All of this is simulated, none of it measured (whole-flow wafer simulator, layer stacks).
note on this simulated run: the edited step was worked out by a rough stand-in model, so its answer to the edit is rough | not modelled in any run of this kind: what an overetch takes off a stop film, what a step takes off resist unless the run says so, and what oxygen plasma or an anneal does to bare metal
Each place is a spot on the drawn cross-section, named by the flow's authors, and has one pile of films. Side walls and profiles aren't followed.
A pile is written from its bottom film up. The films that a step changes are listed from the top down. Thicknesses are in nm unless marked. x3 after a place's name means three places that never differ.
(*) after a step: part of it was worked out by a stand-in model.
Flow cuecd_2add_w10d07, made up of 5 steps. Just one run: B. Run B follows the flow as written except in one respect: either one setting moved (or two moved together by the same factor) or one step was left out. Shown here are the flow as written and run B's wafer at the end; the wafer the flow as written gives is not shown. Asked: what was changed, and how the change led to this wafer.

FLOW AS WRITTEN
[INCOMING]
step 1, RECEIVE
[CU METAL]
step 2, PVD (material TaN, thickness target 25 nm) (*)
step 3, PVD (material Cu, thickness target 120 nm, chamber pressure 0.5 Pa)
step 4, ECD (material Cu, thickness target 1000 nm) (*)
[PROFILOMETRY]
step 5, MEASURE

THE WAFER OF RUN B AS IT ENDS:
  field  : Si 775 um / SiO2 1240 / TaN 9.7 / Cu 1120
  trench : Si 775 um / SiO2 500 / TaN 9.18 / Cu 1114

What caused this: step 2, PVD: thickness target 9.7 nm was run, though the flow has thickness target 25 nm.
One can read it off the wafer: field has TaN 9.7, and step 2 as written asks for 25 nm.

How this came from the change, step by step:
  step 2, PVD (material TaN, thickness target 25 nm) (*)
      field: +9.7 TaN (new film) (as written it would have been: +25 TaN (new film))
      trench: +9.18 TaN (new film) (as written it would have been: +23.7 TaN (new film))
